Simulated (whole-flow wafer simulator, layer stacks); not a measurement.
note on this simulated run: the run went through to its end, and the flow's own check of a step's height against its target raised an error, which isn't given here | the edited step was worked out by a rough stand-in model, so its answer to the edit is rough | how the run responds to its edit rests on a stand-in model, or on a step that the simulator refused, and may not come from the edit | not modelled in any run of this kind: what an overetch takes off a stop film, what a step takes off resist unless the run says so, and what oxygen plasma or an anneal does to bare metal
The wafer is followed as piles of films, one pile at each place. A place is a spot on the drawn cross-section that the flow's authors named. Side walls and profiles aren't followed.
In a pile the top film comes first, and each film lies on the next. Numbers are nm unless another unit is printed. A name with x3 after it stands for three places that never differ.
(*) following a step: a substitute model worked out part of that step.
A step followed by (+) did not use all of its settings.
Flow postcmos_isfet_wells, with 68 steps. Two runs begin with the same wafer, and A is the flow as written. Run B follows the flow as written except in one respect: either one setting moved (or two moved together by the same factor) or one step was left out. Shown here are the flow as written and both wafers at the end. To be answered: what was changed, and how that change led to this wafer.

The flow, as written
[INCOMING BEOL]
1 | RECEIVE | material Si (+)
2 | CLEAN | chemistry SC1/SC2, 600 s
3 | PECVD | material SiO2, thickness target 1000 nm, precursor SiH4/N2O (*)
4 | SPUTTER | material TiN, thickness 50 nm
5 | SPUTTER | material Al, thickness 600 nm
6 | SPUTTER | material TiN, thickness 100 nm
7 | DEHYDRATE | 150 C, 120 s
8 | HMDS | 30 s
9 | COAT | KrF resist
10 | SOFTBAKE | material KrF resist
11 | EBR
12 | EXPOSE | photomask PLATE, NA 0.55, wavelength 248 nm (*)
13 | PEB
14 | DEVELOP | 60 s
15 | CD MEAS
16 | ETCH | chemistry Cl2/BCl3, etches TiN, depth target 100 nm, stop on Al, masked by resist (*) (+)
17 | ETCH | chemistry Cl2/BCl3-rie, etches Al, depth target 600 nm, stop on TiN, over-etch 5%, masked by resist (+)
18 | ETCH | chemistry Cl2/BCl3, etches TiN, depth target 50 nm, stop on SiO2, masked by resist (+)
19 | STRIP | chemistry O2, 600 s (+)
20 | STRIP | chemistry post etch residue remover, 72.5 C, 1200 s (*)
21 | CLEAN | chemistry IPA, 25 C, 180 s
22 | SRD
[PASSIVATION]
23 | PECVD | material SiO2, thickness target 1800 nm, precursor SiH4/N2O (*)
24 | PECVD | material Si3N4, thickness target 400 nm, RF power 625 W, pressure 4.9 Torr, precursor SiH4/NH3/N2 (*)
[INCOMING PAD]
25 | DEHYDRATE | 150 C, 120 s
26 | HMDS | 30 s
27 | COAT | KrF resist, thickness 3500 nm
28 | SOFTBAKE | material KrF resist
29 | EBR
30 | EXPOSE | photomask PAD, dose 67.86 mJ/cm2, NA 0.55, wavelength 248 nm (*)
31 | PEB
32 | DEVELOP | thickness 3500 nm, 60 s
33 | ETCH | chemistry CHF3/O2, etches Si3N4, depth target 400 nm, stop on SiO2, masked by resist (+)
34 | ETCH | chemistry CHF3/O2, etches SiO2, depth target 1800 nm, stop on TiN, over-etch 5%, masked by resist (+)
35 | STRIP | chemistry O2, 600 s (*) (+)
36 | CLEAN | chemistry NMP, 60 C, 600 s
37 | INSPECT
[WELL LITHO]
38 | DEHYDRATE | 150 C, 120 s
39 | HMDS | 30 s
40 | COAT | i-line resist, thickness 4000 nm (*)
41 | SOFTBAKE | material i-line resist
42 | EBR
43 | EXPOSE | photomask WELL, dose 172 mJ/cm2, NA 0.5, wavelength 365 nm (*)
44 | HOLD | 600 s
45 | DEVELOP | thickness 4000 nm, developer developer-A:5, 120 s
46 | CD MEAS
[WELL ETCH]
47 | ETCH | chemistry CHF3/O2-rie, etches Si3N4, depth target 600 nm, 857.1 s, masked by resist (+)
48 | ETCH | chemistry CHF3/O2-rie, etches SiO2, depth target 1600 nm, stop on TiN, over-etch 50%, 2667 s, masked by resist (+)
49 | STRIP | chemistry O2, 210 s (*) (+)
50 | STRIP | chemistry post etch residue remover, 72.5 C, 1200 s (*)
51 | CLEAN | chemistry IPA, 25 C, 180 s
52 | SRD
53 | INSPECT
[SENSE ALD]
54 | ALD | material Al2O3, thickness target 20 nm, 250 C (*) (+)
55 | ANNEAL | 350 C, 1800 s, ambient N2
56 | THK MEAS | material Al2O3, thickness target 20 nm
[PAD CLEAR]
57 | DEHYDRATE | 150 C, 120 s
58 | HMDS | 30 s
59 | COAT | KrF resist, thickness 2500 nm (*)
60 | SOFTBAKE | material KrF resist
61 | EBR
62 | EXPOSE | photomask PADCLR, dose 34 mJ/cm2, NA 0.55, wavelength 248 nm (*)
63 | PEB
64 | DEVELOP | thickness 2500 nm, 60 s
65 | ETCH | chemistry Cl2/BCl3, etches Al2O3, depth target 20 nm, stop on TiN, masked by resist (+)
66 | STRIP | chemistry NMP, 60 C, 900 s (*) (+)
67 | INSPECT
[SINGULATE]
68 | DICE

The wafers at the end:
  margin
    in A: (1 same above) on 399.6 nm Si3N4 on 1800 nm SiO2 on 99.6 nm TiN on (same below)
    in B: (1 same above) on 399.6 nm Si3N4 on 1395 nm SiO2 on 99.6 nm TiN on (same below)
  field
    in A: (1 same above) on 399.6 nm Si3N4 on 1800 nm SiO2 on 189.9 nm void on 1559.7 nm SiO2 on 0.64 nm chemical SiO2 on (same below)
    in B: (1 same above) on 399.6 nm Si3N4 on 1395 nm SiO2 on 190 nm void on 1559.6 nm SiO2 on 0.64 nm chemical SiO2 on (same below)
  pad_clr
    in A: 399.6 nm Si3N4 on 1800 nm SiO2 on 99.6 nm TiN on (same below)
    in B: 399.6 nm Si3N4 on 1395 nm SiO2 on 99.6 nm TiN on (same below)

Cause: step 23, PECVD: thickness target 1395 nm was run, though the flow has thickness target 1800 nm.
The wafer itself shows it: margin has SiO2 1395, and step 23 as written asks for 1800 nm.

Step by step, how the change led to this:
  23 | PECVD | material SiO2, thickness target 1800 nm, precursor SiH4/N2O (*)
      margin, well900, well1300 x3, pad_rim, pad_clr, pad_open: A SiO2 gains 1800 (new film) | B SiO2 gains 1395 (new film)
      field: A SiO2 gains 1800 (new film), void gains 189.9 (new film), SiO2 gains 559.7 | B SiO2 gains 1395 (new film), void gains 190 (new film), SiO2 gains 559.6
  34 | ETCH | chemistry CHF3/O2, etches SiO2, depth target 1800 nm, stop on TiN, over-etch 5%, masked by resist (+)
      field, margin, well900, well1300 x3, pad_rim, pad_clr: A KrF resist loses 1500 | B KrF resist loses 1220.6
      pad_open: A SiO2 loses 1800 (all of it) | B SiO2 loses 1395 (all of it)
  35 | STRIP | chemistry O2, 600 s (*) (+)
      field, margin, well900, well1300 x3, pad_rim, pad_clr: A KrF resist loses 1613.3 (all of it) | B KrF resist loses 1892.7 (all of it)
  40 | COAT | i-line resist, thickness 4000 nm (*)
      pad_clr: A i-line resist gains 3256.8 (new film) | B i-line resist gains 3384.6 (new film)
      pad_open: A i-line resist gains 4804.7 (new film) | B i-line resist gains 4658.8 (new film)
  41 | SOFTBAKE | material i-line resist
      pad_clr: A i-line resist loses 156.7 | B i-line resist loses 117.6
      pad_open: A i-line resist gains 115.3 | B i-line resist gains 96.9
  48 | ETCH | chemistry CHF3/O2-rie, etches SiO2, depth target 1600 nm, stop on TiN, over-etch 50%, 2667 s, masked by resist (+)
      well900, well1300 x3: A SiO2 loses 1600 (all of it) | B SiO2 loses 1195 (all of it)
  49 | STRIP | chemistry O2, 210 s (*) (+)
      pad_clr: A i-line resist loses 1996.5 (all of it) | B i-line resist loses 2163.4 (all of it)
      pad_open: A i-line resist loses 3816.3 (all of it) | B i-line resist loses 3652 (all of it)
  59 | COAT | KrF resist, thickness 2500 nm (*)
      field: A KrF resist gains 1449 (new film) | B KrF resist gains 1642.5 (new film)
      margin: A KrF resist gains 1448.9 (new film) | B KrF resist gains 1642.4 (new film)
      (also at 3 further places)
  60 | SOFTBAKE | material KrF resist
      pad_clr: A KrF resist loses 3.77 | B KrF resist loses 3.17
  63 | PEB
      field, margin: A KrF resist loses 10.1 | B KrF resist loses 11.5
      pad_rim: A KrF resist loses 13.9 | B KrF resist loses 14.6
      (also at 2 further places)
  64 | DEVELOP | thickness 2500 nm, 60 s
      pad_clr: A KrF resist loses 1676 (all of it) | B KrF resist loses 1812.5 (all of it)
      pad_open: A KrF resist loses 3045.1 (all of it) | B KrF resist loses 2943.8 (all of it)
  66 | STRIP | chemistry NMP, 60 C, 900 s (*) (+)
      field, margin: A KrF resist loses 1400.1 (all of it) | B KrF resist loses 1592.2 (all of it)
      pad_rim: A KrF resist loses 1923.7 (all of it) | B KrF resist loses 2015.2 (all of it)
